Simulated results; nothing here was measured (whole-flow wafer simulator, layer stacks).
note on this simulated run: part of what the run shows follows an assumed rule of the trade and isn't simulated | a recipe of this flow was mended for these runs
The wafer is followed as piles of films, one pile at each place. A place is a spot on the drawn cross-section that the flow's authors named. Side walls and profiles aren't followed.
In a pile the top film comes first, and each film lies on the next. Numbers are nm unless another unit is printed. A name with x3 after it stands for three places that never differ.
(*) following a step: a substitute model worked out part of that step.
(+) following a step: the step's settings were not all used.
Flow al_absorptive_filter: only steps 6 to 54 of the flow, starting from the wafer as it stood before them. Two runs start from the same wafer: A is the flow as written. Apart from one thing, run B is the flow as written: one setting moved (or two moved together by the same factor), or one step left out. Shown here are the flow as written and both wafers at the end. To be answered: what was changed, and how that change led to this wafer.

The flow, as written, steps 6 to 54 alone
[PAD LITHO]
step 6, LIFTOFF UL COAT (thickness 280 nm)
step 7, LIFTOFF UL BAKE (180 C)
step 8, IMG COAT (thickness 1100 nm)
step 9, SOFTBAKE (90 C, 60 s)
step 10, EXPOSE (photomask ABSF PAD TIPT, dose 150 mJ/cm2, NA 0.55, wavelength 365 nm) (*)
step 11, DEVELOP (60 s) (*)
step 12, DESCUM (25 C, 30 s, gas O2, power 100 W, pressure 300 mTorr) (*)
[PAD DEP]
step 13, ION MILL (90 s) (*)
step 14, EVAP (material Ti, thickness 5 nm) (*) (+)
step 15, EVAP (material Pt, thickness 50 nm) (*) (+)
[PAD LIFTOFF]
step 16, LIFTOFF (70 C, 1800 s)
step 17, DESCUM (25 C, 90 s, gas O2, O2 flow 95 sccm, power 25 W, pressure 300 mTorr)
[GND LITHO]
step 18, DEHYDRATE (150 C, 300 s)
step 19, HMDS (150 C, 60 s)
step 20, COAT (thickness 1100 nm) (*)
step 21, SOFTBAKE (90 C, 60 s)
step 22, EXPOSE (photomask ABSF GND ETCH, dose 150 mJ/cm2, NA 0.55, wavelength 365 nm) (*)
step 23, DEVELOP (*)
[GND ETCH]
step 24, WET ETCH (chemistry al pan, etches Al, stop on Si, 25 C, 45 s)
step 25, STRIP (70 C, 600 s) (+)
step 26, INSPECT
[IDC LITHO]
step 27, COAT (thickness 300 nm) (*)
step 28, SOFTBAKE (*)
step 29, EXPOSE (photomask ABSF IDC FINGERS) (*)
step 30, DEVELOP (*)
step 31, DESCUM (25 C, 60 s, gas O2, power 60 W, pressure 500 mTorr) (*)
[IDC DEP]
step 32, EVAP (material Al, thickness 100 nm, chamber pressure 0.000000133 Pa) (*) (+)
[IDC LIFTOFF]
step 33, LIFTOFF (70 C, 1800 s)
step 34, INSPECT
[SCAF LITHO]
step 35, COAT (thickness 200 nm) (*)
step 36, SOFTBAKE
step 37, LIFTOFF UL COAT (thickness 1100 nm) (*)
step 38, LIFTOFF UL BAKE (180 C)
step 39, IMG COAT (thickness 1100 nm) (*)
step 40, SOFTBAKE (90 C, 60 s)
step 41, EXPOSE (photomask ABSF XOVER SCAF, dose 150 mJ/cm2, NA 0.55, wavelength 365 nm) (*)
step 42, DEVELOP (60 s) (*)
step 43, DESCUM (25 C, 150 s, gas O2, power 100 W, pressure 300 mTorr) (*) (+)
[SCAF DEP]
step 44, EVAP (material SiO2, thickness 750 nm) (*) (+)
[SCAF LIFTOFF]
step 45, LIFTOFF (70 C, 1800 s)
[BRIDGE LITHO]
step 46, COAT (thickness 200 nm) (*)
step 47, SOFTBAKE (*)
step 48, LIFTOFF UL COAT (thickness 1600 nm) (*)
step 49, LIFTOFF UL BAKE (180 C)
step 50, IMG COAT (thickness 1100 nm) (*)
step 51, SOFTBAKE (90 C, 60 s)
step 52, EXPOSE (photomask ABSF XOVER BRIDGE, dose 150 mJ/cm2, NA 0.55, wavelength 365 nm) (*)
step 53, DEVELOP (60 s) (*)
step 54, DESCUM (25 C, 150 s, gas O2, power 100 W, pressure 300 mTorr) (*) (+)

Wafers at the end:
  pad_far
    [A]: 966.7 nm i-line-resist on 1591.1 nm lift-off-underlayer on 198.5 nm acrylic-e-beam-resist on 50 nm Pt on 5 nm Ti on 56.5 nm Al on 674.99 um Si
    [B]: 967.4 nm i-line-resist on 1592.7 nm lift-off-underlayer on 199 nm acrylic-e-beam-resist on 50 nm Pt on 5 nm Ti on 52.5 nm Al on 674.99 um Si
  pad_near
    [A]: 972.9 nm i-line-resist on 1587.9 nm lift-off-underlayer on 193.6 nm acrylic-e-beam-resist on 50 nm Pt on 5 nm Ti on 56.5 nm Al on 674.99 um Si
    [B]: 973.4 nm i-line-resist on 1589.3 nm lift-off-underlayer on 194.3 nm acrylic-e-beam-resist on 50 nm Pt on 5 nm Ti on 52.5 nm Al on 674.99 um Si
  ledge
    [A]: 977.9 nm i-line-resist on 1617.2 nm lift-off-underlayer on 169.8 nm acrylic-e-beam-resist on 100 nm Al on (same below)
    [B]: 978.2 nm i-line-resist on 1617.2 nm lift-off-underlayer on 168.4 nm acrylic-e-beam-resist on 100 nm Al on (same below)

Cause: step 11, DEVELOP: 72 s was run, while the flow as written has 60 s.

The path from the change to this, step by step:
  step 11, DEVELOP (60 s) (*)
      pad_far, pad_near: A i-line-resist loses 1100 (all of it), lift-off-underlayer loses 280 (all of it), Al loses 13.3 | B i-line-resist loses 1100 (all of it), lift-off-underlayer loses 280 (all of it), Al loses 17.3
